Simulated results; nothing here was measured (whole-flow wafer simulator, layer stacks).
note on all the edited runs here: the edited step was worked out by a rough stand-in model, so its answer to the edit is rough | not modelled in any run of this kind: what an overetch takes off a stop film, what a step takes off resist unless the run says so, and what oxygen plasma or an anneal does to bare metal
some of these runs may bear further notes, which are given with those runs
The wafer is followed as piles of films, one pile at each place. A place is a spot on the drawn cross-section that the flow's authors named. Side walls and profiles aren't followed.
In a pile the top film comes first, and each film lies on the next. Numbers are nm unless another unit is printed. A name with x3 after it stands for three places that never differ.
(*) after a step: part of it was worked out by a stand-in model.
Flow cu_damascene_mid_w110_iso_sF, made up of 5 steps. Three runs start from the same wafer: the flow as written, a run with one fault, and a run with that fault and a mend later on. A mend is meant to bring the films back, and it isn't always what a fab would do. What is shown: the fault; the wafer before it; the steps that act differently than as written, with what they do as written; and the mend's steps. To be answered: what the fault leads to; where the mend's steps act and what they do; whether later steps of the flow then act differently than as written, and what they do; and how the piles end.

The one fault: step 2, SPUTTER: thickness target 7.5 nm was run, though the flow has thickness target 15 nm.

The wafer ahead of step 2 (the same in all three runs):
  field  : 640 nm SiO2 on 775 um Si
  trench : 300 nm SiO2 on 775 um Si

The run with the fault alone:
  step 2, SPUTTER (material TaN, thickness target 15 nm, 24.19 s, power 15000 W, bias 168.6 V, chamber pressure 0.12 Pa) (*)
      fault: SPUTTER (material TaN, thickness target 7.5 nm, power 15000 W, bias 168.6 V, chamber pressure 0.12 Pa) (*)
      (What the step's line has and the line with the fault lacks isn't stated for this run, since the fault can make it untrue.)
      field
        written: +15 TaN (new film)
        fault: +7.5 TaN (new film)
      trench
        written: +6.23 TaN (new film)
        fault: +3.12 TaN (new film)
  Steps later in the flow that act otherwise than as written (2 other steps are not shown; they differ only slightly, by no more than 2% or 0.5 nm, whichever is larger):
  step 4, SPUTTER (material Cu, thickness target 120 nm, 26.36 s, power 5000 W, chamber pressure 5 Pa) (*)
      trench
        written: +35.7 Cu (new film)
        fault: +36.6 Cu (new film)
  The piles end different from the flow's at field, trench by more than 2% or 0.5 nm, whichever is larger.
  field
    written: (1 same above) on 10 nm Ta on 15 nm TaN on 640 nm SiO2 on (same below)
    fault: (1 same above) on 10 nm Ta on 7.5 nm TaN on 640 nm SiO2 on (same below)
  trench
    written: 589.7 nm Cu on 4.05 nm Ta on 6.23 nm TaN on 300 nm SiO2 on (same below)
    fault: 585.2 nm Cu on 4.14 nm Ta on 3.12 nm TaN on 300 nm SiO2 on (same below)

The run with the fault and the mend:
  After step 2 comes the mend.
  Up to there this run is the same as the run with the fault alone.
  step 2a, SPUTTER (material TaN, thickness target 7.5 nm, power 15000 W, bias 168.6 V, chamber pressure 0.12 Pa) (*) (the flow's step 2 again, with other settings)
      field
        +7.5 TaN
      trench
        +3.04 TaN
  Later steps of the flow that are run all act as written at every place that is followed, up to a difference of at most 2% or 0.5 nm, whichever is larger.
  At the end the piles are close to the flow's at the places that both follow, differing by at most 2% or 0.5 nm, whichever is larger.
